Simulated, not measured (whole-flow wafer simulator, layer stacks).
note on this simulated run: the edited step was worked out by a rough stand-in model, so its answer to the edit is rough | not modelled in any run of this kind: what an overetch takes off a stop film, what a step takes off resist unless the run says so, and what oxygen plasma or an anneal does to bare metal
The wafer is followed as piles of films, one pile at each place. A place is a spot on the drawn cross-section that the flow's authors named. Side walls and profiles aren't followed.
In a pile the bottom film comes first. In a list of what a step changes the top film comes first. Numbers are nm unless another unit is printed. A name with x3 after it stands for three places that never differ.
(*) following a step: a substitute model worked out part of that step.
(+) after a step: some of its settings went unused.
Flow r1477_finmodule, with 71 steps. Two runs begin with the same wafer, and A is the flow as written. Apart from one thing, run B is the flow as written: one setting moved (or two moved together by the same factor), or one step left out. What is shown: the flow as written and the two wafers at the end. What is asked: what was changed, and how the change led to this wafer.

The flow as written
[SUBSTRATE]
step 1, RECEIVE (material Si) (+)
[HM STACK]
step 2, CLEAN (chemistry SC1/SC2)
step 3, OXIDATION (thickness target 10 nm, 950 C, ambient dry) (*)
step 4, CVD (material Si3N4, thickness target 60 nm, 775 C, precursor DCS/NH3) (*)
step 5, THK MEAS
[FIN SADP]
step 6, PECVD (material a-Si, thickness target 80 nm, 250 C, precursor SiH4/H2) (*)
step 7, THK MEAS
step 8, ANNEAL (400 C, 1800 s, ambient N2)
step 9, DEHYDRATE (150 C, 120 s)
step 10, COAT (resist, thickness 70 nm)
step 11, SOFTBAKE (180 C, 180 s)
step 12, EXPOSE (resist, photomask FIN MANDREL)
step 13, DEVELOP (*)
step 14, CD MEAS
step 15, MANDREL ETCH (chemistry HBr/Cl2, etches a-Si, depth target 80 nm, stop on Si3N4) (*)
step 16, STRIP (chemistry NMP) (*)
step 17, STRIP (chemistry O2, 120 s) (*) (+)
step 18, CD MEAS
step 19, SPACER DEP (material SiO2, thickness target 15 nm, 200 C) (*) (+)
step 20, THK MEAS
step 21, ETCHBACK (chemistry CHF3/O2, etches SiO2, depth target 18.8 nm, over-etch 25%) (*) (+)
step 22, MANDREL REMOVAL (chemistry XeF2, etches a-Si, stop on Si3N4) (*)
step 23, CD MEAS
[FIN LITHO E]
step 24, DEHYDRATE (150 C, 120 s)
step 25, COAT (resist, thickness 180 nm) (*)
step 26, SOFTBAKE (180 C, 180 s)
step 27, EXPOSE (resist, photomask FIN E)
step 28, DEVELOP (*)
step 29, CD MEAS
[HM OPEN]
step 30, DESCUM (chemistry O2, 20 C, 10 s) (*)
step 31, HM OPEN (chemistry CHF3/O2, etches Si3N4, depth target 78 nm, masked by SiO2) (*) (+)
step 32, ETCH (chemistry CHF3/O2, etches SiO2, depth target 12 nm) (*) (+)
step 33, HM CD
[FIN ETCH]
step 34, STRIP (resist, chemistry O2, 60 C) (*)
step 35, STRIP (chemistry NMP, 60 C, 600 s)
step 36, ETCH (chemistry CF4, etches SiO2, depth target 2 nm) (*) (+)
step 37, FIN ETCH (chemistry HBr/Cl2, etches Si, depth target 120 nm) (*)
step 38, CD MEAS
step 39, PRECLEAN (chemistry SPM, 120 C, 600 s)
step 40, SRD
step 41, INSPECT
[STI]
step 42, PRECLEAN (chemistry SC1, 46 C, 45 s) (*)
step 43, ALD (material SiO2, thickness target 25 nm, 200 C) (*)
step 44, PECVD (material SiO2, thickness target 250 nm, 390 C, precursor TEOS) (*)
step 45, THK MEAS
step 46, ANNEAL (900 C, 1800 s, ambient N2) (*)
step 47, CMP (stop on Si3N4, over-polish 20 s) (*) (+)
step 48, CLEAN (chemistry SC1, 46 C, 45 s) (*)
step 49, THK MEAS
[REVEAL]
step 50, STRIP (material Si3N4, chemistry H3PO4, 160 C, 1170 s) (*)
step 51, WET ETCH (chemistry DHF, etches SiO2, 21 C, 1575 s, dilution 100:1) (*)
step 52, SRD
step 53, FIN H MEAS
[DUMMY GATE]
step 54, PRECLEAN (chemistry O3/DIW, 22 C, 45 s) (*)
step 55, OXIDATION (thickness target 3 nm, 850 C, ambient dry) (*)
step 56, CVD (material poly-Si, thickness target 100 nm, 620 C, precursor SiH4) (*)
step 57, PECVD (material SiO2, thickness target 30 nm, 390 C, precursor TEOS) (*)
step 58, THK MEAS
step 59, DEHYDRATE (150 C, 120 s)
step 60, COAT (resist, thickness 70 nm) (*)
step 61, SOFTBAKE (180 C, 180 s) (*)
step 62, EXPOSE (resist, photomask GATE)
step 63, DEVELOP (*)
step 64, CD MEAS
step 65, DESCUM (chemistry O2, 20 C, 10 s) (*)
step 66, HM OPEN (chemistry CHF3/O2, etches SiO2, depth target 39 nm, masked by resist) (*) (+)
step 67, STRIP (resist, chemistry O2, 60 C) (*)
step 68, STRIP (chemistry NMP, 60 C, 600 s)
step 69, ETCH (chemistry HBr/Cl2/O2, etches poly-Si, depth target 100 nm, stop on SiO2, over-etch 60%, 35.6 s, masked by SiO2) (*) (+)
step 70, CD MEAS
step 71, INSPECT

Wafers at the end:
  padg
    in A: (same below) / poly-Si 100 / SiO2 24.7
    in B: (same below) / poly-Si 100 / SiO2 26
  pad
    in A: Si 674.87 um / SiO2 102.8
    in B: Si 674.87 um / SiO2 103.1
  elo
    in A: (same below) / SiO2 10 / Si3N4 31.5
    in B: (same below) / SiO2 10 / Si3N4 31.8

What caused this: step 69, ETCH: depth target 75 nm was run, though the flow has depth target 100 nm.

Step by step, how the change led to this:
  step 69, ETCH (chemistry HBr/Cl2/O2, etches poly-Si, depth target 100 nm, stop on SiO2, over-etch 60%, 35.6 s, masked by SiO2) (*) (+)
      padg, elg, esg and 15 more: A -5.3 SiO2 | B -3.98 SiO2
